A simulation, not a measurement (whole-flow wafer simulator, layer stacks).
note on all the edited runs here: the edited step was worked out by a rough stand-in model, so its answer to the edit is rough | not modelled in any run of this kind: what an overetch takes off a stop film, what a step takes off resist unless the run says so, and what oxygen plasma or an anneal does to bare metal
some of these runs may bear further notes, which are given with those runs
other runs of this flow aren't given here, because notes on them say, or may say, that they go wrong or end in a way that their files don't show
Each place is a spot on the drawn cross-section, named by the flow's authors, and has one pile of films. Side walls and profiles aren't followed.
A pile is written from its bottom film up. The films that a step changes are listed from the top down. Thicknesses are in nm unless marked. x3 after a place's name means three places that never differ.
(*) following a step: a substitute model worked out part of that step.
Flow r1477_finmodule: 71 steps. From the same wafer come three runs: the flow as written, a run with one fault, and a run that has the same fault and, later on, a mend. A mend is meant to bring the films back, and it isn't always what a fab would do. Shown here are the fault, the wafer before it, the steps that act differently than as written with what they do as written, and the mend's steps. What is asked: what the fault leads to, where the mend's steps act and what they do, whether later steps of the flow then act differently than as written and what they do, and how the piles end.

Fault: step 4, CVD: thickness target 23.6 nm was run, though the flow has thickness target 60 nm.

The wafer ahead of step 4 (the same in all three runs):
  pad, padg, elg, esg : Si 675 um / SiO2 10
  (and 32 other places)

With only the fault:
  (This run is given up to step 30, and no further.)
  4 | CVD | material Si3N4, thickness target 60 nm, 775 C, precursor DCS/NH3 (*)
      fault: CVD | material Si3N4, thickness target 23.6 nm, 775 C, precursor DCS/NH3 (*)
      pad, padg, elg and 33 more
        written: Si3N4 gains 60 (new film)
        fault: Si3N4 gains 23.6 (new film)
  None of the later steps of the flow up to step 30 acts differently than as written at any place that is followed.
  The piles after step 30 differ from the flow's at pad, padg, elg and 33 more by more than 2% or 0.5 nm, whichever is larger.
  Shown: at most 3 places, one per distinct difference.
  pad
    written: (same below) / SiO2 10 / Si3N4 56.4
    fault: (same below) / SiO2 10 / Si3N4 20
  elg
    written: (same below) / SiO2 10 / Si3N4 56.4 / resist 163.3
    fault: (same below) / SiO2 10 / Si3N4 20 / resist 163.3
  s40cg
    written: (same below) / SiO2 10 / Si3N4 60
    fault: (same below) / SiO2 10 / Si3N4 23.6

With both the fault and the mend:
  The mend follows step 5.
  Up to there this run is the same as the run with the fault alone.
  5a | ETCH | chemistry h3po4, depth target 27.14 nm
      pad, padg, elg and 33 more
        Si3N4 loses 23.6 (all of it)
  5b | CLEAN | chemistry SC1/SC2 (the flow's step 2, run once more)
      does not change any film at any place that is followed
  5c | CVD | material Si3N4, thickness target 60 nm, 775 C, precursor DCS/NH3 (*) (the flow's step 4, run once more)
      pad, padg, elg and 33 more
        Si3N4 gains 60 (new film)
  None of the later steps of the flow acts differently than as written at any place that is followed.
  At every place that both follow, the piles at the end match the flow's.
